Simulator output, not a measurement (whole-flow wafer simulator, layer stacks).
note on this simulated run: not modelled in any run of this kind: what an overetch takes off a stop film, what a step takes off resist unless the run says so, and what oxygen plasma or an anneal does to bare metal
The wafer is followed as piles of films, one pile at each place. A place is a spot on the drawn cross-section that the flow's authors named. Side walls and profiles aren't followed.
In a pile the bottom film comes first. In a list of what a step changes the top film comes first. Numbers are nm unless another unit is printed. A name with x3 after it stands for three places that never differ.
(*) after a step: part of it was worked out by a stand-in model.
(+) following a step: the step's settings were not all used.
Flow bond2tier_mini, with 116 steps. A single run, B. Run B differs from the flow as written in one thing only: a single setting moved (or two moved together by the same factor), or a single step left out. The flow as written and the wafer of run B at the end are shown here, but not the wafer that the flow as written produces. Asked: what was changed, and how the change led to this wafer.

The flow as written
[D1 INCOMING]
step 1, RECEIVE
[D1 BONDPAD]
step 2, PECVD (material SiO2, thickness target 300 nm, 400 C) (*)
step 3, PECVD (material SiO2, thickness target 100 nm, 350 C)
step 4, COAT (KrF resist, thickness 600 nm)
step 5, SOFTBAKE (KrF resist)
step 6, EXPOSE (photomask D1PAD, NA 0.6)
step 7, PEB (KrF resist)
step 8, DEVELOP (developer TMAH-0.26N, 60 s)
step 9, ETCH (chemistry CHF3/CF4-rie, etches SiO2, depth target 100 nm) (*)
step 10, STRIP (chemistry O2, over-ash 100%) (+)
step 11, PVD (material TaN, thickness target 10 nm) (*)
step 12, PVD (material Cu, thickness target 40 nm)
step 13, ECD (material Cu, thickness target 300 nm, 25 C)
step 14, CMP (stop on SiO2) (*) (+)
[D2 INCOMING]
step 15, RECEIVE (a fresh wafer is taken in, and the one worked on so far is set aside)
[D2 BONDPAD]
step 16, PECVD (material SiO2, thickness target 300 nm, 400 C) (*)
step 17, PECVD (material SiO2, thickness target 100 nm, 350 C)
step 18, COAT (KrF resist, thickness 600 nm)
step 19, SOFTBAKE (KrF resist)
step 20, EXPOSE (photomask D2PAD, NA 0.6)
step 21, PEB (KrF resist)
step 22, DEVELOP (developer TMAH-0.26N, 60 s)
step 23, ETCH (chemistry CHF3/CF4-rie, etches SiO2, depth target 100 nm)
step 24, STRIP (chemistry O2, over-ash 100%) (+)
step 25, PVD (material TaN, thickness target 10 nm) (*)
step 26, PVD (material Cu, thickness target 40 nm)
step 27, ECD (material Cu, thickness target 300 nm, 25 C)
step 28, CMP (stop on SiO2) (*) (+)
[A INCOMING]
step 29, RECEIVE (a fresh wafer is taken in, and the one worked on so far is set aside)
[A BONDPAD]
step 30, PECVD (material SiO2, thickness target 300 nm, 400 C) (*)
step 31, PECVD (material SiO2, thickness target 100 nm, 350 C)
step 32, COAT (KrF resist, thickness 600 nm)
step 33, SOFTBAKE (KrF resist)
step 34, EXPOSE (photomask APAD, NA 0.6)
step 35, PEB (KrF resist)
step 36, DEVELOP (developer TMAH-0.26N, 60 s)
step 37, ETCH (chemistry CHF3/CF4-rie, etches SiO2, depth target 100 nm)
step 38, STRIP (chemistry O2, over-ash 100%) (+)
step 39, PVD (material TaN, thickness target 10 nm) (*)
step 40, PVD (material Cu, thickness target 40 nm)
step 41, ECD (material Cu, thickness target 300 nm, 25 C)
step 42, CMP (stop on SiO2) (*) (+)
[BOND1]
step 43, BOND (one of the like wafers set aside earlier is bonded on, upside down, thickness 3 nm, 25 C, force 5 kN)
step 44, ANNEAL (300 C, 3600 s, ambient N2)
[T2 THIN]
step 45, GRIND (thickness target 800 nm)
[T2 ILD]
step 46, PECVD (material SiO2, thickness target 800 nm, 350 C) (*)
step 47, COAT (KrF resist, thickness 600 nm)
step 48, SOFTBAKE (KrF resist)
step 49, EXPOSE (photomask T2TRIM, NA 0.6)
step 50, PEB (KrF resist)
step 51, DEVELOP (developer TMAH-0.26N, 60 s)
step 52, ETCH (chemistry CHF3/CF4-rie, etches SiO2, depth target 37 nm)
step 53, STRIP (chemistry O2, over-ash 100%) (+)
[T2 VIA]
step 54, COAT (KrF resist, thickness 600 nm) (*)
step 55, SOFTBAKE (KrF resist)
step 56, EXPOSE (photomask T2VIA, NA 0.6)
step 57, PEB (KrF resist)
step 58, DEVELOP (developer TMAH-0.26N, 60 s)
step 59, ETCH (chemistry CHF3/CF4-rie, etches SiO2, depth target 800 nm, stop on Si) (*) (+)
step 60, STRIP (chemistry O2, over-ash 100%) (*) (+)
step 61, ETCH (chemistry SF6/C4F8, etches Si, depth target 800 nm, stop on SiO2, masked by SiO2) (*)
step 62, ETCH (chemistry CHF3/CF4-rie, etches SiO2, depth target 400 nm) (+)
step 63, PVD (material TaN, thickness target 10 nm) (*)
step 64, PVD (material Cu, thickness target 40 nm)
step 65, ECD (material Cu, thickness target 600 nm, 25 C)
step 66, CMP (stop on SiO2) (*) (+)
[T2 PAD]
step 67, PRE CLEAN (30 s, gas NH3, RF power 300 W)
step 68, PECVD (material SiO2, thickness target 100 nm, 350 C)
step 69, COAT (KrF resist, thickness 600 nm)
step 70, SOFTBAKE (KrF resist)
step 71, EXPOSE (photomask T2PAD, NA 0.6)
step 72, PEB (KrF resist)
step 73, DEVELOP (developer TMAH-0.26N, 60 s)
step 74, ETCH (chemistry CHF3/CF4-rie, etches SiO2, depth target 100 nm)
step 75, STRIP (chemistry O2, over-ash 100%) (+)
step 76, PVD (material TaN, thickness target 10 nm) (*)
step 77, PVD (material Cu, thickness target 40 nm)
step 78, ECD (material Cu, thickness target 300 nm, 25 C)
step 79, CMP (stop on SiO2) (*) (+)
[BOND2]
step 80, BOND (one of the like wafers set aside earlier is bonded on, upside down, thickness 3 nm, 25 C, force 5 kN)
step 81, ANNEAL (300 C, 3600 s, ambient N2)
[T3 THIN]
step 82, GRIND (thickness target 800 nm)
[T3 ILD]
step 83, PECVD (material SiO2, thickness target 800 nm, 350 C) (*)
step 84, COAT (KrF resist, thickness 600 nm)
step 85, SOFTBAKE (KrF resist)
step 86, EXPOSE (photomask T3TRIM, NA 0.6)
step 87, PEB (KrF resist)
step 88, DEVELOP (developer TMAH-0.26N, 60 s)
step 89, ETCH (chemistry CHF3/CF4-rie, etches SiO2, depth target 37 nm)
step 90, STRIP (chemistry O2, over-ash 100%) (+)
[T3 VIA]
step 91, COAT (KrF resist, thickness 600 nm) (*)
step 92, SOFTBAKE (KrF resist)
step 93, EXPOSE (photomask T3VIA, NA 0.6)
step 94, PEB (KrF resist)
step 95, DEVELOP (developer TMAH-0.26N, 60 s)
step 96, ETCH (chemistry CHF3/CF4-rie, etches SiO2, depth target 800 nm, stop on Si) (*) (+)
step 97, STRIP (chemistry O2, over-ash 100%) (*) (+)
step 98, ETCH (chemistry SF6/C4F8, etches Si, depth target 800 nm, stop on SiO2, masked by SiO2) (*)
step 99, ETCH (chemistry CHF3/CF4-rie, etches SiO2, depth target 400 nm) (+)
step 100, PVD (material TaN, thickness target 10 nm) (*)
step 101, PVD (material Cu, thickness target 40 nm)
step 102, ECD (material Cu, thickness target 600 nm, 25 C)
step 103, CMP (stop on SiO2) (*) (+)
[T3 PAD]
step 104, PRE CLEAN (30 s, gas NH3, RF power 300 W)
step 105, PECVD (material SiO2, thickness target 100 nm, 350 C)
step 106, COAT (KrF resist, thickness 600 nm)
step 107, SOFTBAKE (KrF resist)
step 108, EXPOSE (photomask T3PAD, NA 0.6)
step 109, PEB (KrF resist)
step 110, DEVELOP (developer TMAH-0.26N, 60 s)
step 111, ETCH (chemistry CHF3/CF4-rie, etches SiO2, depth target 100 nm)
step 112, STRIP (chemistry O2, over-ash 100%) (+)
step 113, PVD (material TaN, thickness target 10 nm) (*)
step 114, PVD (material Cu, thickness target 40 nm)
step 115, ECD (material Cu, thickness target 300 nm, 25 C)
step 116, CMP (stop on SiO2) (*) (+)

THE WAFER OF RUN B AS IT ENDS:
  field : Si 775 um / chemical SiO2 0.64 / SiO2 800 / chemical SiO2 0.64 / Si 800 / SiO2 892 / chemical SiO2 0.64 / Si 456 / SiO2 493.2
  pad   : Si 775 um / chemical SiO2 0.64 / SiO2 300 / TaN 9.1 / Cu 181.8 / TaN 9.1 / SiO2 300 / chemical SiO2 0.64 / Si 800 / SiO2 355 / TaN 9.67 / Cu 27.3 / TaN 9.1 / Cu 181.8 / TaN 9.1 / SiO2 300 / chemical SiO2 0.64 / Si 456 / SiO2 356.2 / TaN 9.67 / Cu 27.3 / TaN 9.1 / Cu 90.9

Cause: step 82, GRIND: thickness target 456 nm was run, whereas the flow has thickness target 800 nm.
The wafer lets one read it off: field has Si 456, and step 82 as written asks for 800 nm.

How this came from the change, step by step:
  step 82, GRIND (thickness target 800 nm)
      field, pad: Si loses 774.54 um (it would be, as written: Si loses 774.2 um)
  step 98, ETCH (chemistry SF6/C4F8, etches Si, depth target 800 nm, stop on SiO2, masked by SiO2) (*)
      field, pad: SiO2 loses 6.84 (it would be, as written: SiO2 loses 8)
